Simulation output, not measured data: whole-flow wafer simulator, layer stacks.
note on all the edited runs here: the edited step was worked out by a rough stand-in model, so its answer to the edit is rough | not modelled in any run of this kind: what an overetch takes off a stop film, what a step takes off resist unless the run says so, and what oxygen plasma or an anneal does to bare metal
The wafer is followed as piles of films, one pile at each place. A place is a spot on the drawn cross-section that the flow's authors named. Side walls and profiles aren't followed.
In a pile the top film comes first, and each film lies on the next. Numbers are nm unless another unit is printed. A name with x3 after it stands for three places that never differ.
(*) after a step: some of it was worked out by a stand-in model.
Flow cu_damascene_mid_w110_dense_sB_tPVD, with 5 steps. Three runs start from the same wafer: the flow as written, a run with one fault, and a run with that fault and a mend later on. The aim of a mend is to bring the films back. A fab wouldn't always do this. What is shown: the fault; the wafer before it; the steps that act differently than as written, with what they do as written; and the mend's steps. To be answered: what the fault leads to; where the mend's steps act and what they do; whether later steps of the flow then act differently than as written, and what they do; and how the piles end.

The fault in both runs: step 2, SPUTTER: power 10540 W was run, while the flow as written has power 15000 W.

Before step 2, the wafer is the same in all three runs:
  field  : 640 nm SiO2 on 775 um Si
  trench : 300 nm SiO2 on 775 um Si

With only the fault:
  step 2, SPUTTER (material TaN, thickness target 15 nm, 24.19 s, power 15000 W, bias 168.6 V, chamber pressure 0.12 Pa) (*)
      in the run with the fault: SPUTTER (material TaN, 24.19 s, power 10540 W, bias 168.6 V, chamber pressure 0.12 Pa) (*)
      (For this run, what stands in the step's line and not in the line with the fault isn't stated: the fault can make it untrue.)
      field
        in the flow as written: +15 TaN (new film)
        in the run with the fault: +10.5 TaN (new film)
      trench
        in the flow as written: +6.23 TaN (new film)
        in the run with the fault: +4.37 TaN (new film)
  Later steps of the flow that are run all act as written at every place that is followed, up to a difference of at most 2% or 0.5 nm, whichever is larger.
  At field, trench, the piles at the end differ from the flow's by more than 2% or 0.5 nm, whichever is larger.
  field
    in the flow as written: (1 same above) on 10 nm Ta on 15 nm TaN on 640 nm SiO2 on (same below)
    in the run with the fault: (1 same above) on 10 nm Ta on 10.5 nm TaN on 640 nm SiO2 on (same below)
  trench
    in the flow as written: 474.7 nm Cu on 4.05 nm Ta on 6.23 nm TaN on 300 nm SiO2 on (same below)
    in the run with the fault: 472.1 nm Cu on 4.1 nm Ta on 4.37 nm TaN on 300 nm SiO2 on (same below)

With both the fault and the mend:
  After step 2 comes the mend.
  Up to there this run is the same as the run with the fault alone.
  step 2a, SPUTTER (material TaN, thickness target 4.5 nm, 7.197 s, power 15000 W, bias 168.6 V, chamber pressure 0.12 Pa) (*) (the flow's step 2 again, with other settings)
      field
        +4.5 TaN
      trench
        +1.8 TaN
  Later steps of the flow that are run all act as written at every place that is followed, up to a difference of at most 2% or 0.5 nm, whichever is larger.
  When the end is reached, the piles differ only a little from the flow's at the places that both follow, at most by 2% or 0.5 nm, whichever is larger.
